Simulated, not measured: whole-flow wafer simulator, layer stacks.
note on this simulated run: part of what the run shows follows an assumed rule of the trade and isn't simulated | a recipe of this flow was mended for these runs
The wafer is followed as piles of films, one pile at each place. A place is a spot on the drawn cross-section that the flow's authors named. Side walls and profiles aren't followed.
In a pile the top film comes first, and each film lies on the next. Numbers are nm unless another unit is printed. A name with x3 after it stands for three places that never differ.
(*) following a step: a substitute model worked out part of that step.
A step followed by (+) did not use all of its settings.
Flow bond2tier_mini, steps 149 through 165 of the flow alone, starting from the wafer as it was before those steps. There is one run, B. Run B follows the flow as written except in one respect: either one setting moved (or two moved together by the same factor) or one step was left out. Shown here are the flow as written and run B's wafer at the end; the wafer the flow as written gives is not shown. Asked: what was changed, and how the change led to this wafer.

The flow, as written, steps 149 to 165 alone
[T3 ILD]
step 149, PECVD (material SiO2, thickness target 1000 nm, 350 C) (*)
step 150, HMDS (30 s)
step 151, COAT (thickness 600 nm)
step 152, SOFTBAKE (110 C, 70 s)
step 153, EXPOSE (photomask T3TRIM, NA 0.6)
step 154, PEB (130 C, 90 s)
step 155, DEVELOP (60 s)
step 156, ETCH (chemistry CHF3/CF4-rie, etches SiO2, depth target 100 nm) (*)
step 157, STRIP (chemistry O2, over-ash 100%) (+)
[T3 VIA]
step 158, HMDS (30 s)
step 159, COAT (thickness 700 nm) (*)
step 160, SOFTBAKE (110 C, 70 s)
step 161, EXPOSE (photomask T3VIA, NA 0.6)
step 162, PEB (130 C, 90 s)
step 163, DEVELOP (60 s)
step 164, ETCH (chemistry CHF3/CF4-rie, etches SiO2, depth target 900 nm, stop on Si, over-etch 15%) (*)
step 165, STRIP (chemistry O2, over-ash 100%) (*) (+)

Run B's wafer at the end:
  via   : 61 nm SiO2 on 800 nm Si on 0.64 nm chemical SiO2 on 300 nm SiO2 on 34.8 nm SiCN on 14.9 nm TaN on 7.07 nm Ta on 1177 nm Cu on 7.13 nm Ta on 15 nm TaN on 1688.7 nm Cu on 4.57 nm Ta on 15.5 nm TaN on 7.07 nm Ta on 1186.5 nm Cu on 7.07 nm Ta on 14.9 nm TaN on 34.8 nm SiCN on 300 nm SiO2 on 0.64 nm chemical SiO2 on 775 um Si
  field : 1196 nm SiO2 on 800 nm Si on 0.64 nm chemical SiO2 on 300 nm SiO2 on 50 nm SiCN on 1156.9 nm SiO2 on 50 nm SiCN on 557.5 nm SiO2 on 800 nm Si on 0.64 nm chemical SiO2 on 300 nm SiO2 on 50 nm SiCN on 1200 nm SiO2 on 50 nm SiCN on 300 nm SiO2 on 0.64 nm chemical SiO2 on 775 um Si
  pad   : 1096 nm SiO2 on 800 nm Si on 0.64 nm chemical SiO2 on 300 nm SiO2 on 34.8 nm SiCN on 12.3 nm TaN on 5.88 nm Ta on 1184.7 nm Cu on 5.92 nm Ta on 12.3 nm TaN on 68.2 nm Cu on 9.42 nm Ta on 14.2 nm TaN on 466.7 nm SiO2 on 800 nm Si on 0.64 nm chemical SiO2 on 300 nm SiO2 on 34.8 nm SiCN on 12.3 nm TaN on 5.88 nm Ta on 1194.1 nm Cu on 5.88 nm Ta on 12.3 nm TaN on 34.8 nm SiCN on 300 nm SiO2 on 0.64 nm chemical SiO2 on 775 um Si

Cause: step 149, PECVD: thickness target 1196 nm was run, while the flow as written has thickness target 1000 nm.
The wafer itself shows it: field has SiO2 1196, and step 149 as written asks for 1000 nm.

How this came from the change, step by step:
  step 149, PECVD (material SiO2, thickness target 1000 nm, 350 C) (*)
      field, pad, via: +1196 SiO2 (new film) (it would be, as written: +1000 SiO2 (new film))
  step 164, ETCH (chemistry CHF3/CF4-rie, etches SiO2, depth target 900 nm, stop on Si, over-etch 15%) (*)
      via: -1035 SiO2 (it would be, as written: -900 SiO2 (all of it), -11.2 Si)
